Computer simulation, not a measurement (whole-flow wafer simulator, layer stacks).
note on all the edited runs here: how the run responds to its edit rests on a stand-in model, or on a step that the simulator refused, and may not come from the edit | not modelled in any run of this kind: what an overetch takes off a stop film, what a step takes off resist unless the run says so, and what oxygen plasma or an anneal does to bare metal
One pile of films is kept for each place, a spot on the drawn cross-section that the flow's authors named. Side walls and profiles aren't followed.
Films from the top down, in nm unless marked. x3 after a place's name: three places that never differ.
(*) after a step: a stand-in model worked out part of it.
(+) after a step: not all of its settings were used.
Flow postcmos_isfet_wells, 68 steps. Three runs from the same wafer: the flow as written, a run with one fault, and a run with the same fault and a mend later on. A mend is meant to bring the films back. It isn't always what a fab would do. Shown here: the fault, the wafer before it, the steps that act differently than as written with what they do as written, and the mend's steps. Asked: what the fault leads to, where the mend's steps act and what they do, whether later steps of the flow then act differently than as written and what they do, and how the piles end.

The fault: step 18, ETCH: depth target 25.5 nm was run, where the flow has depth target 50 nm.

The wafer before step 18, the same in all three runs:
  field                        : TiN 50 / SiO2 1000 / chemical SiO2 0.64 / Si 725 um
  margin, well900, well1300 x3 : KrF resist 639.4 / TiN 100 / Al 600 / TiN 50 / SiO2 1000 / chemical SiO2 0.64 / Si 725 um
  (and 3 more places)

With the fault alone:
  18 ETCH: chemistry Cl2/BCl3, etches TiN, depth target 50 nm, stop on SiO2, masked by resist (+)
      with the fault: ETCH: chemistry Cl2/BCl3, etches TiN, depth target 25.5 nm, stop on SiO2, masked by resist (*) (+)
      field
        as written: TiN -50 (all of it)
        with the fault: TiN -25.5
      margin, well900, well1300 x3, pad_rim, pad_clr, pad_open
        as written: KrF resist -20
        with the fault: KrF resist -10.2
  Later steps of the flow that act differently than as written (2 more steps differ only slightly, by at most 2% or 0.5 nm, whichever is larger, and aren't shown):
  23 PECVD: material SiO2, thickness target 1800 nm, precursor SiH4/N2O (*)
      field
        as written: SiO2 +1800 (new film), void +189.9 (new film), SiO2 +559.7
        with the fault: SiO2 +1800 (new film), void +171.8 (new film), SiO2 +553.7 (new film)
  At the end the piles differ from the flow's by more than 2% or 0.5 nm, whichever is larger, at field.
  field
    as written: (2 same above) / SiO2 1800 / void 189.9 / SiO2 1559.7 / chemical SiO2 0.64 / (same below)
    with the fault: (2 same above) / SiO2 1800 / void 171.8 / SiO2 553.7 / TiN 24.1 / SiO2 1000 / chemical SiO2 0.64 / (same below)

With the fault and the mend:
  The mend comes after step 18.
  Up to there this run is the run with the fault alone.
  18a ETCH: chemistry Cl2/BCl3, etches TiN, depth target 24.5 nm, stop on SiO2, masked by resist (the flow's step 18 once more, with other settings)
      margin, well900, well1300 x3, pad_rim, pad_clr, pad_open
        KrF resist -9.8
      field
        TiN -24.5 (all of it)
  No later step of the flow acts differently than as written at any place that is followed.
  At the end the piles are the same as the flow's at every place that both follow.
